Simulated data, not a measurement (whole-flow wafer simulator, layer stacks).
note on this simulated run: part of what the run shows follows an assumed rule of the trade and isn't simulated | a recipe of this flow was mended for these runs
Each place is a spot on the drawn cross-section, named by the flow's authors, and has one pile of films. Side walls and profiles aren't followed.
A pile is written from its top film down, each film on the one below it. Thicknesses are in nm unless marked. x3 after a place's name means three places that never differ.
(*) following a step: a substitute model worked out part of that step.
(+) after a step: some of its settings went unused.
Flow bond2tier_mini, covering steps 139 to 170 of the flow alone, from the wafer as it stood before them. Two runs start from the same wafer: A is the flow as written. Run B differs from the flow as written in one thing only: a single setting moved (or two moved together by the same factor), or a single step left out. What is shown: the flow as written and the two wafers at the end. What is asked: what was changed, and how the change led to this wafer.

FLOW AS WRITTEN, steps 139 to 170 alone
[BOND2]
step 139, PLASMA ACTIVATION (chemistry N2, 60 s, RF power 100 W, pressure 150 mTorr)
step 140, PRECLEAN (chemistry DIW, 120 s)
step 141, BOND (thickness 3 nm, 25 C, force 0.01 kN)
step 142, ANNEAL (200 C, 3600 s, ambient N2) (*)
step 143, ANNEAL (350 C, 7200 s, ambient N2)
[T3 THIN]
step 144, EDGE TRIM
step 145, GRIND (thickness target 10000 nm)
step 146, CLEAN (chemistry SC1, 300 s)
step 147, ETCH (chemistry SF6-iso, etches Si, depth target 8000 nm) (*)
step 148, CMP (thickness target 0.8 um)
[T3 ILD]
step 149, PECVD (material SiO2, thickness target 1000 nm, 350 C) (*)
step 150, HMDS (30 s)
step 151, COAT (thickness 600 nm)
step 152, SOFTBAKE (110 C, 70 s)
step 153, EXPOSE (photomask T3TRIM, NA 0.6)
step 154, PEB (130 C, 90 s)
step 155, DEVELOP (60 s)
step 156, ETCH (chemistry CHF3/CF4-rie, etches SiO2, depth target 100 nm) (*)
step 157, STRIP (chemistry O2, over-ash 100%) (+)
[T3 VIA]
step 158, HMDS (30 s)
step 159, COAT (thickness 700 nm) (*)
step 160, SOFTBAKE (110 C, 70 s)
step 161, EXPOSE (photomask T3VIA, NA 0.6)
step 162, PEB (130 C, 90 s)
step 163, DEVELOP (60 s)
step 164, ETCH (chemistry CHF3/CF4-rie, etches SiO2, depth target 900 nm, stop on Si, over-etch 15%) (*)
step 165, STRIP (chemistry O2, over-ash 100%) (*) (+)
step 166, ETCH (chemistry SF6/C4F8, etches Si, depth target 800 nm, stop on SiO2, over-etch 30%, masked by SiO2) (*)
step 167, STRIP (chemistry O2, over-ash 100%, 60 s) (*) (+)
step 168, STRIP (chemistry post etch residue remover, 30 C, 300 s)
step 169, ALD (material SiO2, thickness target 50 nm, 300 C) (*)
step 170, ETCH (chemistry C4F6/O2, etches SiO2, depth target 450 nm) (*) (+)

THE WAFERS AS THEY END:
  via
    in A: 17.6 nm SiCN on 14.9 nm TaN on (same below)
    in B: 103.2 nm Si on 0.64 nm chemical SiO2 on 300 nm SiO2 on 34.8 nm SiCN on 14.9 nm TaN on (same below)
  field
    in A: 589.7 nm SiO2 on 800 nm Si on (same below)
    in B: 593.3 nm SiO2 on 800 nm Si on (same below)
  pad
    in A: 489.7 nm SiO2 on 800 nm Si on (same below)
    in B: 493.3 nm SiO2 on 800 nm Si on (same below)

The reason: step 166, ETCH: depth target 512 nm was run, though the flow has depth target 800 nm.

How this came from the change, step by step:
  step 166, ETCH (chemistry SF6/C4F8, etches Si, depth target 800 nm, stop on SiO2, over-etch 30%, masked by SiO2) (*)
      via: A -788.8 Si (all of it), -0.64 chemical SiO2 (all of it), -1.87 SiO2 | B -665.6 Si
      field, pad: A -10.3 SiO2 | B -6.66 SiO2
  step 169, ALD (material SiO2, thickness target 50 nm, 300 C) (*)
      via: A +50 SiO2 | B +50 SiO2 (new film)
  step 170, ETCH (chemistry C4F6/O2, etches SiO2, depth target 450 nm) (*) (+)
      via: A -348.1 SiO2 (all of it), -17.2 SiCN | B -50 SiO2 (all of it), -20 Si
